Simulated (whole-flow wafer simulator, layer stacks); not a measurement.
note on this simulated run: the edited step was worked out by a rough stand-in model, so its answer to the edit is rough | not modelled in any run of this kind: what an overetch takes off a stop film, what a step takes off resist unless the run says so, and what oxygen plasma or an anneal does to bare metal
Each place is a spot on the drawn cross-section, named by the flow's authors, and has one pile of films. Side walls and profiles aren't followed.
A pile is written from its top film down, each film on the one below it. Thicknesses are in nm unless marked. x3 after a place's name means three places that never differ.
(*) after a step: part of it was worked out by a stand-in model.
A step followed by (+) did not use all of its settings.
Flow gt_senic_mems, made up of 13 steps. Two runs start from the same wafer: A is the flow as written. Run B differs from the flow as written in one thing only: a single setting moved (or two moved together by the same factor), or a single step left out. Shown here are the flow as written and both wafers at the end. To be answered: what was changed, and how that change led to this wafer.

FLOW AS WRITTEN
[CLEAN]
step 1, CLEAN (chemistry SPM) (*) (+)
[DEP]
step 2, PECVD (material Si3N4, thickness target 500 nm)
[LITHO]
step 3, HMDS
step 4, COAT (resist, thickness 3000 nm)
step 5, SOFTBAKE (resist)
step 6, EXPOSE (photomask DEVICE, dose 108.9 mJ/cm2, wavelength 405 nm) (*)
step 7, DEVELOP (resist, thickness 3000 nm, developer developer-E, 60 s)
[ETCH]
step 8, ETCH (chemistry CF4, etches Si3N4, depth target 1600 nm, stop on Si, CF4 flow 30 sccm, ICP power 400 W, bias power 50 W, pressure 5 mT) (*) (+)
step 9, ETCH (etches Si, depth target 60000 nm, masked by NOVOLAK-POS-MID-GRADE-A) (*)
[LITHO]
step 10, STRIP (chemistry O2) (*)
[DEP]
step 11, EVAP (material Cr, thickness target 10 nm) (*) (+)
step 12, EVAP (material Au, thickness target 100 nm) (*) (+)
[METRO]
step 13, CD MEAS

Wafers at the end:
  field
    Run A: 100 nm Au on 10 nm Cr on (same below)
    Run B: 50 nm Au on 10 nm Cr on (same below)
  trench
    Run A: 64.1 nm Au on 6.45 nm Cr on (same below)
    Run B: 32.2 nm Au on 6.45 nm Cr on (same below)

What caused this: step 12, EVAP: thickness target 50 nm was run, though the flow has thickness target 100 nm.
The wafer itself shows it: field has Au 50, and step 12 as written asks for 100 nm.

The path from the change to this, step by step:
  step 12, EVAP (material Au, thickness target 100 nm) (*) (+)
      field: A Au gains 100 (new film) | B Au gains 50 (new film)
      trench: A Au gains 64.1 (new film) | B Au gains 32.2 (new film)
